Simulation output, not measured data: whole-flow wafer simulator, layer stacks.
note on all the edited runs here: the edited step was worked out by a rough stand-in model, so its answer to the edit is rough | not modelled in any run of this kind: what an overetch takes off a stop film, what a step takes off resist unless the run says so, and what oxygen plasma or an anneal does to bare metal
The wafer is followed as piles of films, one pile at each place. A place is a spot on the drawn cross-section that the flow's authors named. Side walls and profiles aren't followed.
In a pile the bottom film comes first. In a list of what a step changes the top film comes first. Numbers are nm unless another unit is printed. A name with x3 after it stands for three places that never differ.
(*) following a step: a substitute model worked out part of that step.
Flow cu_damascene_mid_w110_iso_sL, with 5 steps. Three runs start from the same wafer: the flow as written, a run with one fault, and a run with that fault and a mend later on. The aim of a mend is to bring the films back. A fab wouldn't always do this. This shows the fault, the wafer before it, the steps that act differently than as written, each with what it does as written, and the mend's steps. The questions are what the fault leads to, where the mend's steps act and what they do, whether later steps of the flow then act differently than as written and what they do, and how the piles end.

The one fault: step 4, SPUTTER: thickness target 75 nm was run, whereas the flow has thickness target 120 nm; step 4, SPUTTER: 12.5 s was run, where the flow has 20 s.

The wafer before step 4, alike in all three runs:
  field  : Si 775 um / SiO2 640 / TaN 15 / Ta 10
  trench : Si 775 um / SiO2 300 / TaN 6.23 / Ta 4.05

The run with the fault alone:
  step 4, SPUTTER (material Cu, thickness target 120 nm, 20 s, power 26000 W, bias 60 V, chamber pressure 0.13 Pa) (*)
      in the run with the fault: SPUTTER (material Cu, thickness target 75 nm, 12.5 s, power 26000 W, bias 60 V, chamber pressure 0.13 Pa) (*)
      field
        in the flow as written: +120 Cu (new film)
        in the run with the fault: +75 Cu (new film)
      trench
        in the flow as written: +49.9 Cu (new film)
        in the run with the fault: +31.2 Cu (new film)
  Steps further on in the flow that do not act as written:
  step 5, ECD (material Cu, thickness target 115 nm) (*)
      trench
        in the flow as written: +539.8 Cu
        in the run with the fault: +513.5 Cu
  By the end, the piles at field, trench depart from the flow's by more than 2% or 0.5 nm, whichever is larger.
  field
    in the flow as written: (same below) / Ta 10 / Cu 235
    in the run with the fault: (same below) / Ta 10 / Cu 190
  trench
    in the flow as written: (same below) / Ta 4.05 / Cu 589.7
    in the run with the fault: (same below) / Ta 4.05 / Cu 544.7

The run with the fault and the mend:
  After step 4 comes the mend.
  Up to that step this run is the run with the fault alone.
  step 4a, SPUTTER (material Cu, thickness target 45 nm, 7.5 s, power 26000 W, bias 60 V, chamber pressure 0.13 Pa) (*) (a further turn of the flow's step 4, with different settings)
      field
        +45 Cu
      trench
        +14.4 Cu
  Every later step of the flow that is run acts as written, at every place that is followed, to within 2% or 0.5 nm, whichever is larger.
  At every place that both follow, the piles at the end match the flow's.
